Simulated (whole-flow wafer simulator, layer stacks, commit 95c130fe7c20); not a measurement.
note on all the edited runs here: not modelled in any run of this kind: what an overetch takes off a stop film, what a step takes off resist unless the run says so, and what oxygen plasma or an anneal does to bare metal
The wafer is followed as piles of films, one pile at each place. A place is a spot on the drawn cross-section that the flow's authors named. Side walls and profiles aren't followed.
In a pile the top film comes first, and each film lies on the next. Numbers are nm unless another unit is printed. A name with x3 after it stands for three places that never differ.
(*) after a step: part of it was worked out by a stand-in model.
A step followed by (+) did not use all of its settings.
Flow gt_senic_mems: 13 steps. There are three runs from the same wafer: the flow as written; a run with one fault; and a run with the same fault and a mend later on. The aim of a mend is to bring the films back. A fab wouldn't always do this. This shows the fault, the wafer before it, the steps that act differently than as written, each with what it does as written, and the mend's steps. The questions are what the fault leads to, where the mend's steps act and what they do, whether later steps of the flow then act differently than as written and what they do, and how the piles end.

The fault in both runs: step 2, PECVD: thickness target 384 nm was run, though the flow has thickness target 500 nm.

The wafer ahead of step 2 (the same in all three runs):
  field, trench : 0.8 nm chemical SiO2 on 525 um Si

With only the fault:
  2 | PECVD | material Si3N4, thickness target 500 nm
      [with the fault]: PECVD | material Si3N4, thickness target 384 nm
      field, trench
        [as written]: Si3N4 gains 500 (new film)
        [with the fault]: Si3N4 gains 384 (new film)
  Later steps of the flow acting differently than as written (1 more step, not shown, differs only slightly: by at most 2% or 0.5 nm, whichever is larger):
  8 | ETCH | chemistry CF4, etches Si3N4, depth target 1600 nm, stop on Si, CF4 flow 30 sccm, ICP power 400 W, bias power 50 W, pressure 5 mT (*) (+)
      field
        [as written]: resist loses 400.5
        [with the fault]: resist loses 323.2
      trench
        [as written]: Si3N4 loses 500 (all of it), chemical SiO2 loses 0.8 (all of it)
        [with the fault]: Si3N4 loses 384 (all of it), chemical SiO2 loses 0.8 (all of it)
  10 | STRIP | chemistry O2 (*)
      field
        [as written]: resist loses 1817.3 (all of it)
        [with the fault]: resist loses 1894.6 (all of it)
  At field, the piles at the end differ from the flow's by more than 2% or 0.5 nm, whichever is larger.
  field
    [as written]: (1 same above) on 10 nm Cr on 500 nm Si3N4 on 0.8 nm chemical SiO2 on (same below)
    [with the fault]: (1 same above) on 10 nm Cr on 384 nm Si3N4 on 0.8 nm chemical SiO2 on (same below)

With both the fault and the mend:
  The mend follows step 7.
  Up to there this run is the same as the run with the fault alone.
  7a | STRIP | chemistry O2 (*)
      field
        resist loses 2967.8 (all of it)
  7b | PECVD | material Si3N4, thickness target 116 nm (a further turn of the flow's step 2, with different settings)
      field, trench
        Si3N4 gains 116
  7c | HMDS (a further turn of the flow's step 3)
      alters no film at any place that is followed
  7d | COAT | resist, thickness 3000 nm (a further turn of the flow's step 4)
      field, trench
        resist gains 3000 (new film)
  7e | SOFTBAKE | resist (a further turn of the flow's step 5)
      alters no film at any place that is followed
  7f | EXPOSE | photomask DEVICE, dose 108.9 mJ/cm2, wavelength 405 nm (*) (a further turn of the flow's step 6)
      alters no film at any place that is followed
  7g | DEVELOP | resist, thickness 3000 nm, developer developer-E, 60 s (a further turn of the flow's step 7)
      field
        resist loses 32.2
      trench
        resist loses 3000 (all of it)
  None of the later steps of the flow acts differently than as written at any place that is followed.
  By the end, the piles equal the flow's at every place that both follow.
